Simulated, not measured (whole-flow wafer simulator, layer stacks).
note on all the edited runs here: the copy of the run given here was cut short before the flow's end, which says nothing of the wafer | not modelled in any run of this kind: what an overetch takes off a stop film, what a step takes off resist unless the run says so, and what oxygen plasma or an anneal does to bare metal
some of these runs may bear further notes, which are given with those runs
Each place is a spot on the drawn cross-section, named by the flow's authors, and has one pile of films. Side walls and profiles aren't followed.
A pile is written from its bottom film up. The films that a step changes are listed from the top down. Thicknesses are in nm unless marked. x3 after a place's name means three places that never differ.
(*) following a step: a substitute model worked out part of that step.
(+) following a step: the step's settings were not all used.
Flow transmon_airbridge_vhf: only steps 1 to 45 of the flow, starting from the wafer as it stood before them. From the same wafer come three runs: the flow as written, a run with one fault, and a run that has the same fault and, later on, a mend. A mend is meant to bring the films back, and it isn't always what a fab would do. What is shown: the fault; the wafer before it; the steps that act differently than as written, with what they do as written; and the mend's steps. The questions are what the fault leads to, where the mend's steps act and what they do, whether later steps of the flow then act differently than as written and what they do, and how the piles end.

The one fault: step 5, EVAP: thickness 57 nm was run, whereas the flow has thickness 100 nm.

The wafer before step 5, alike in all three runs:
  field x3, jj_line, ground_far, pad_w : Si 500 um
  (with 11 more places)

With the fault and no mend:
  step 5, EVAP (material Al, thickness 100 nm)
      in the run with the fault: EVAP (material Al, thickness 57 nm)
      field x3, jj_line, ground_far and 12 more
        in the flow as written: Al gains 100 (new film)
        in the run with the fault: Al gains 57 (new film)
  Later steps of the flow acting differently than as written (15 more steps, not shown, differ only slightly: by at most 2% or 0.5 nm, whichever is larger):
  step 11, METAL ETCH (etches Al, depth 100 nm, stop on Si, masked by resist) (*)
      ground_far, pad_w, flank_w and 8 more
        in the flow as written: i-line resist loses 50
        in the run with the fault: i-line resist loses 42.8
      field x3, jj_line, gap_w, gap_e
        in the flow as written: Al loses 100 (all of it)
        in the run with the fault: Al loses 57 (all of it)
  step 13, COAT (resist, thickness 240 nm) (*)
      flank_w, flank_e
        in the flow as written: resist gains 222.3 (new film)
        in the run with the fault: resist gains 229.4 (new film)
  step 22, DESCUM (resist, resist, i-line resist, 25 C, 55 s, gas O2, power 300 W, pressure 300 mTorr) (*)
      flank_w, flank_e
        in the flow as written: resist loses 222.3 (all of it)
        in the run with the fault: resist loses 229.4 (all of it)
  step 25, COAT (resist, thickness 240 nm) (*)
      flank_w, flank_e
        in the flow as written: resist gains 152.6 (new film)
        in the run with the fault: resist gains 157.5 (new film)
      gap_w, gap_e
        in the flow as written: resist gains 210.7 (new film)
        in the run with the fault: resist gains 206.1 (new film)
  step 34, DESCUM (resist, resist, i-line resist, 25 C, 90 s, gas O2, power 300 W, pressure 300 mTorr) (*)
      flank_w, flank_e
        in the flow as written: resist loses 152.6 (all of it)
        in the run with the fault: resist loses 157.5 (all of it)
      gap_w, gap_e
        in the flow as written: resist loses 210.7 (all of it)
        in the run with the fault: resist loses 206.1 (all of it)
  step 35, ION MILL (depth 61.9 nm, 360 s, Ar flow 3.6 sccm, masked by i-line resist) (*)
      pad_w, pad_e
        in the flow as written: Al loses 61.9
        in the run with the fault: Al loses 57 (all of it), Si loses 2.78
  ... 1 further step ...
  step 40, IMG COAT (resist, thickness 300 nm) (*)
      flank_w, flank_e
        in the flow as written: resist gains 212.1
        in the run with the fault: resist gains 218.8
  The piles end different from the flow's at ground_far, pad_w, flank_w and 8 more by more than 2% or 0.5 nm, whichever is larger.
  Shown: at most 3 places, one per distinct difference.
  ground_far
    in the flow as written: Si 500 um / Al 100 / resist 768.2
    in the run with the fault: Si 500 um / Al 57 / resist 768.2
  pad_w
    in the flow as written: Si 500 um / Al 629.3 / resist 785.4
    in the run with the fault: Si 500 um / Al 591.3 / resist 785.6
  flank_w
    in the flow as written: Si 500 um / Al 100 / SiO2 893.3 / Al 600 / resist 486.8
    in the run with the fault: Si 500 um / Al 57 / SiO2 893.1 / Al 600 / resist 492.8

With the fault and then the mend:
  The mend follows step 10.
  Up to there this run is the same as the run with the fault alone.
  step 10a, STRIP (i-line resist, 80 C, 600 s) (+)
      ground_far, pad_w, flank_w and 8 more
        i-line resist loses 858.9 (all of it)
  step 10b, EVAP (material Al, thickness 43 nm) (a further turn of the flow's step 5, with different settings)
      field x3, jj_line, ground_far and 12 more
        Al gains 43
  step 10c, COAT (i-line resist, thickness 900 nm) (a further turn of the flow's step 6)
      field x3, jj_line, ground_far and 12 more
        i-line resist gains 900 (new film)
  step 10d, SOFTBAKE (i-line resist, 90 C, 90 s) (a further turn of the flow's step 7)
      does not change any film at any place that is followed
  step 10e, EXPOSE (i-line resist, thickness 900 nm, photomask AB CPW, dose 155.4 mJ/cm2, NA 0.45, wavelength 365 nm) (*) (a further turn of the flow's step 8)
      does not change any film at any place that is followed
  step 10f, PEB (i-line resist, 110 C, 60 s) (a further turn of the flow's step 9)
      field x3, jj_line, ground_far and 12 more
        i-line resist loses 41
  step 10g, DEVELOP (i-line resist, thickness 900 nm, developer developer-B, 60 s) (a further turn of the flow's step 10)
      ground_far, pad_w, flank_w and 8 more
        i-line resist loses 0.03
      field x3, jj_line, gap_w, gap_e
        i-line resist loses 859 (all of it)
  None of the later steps of the flow acts differently than as written at any place that is followed.
  The piles end the same as the flow's at every place that both follow.
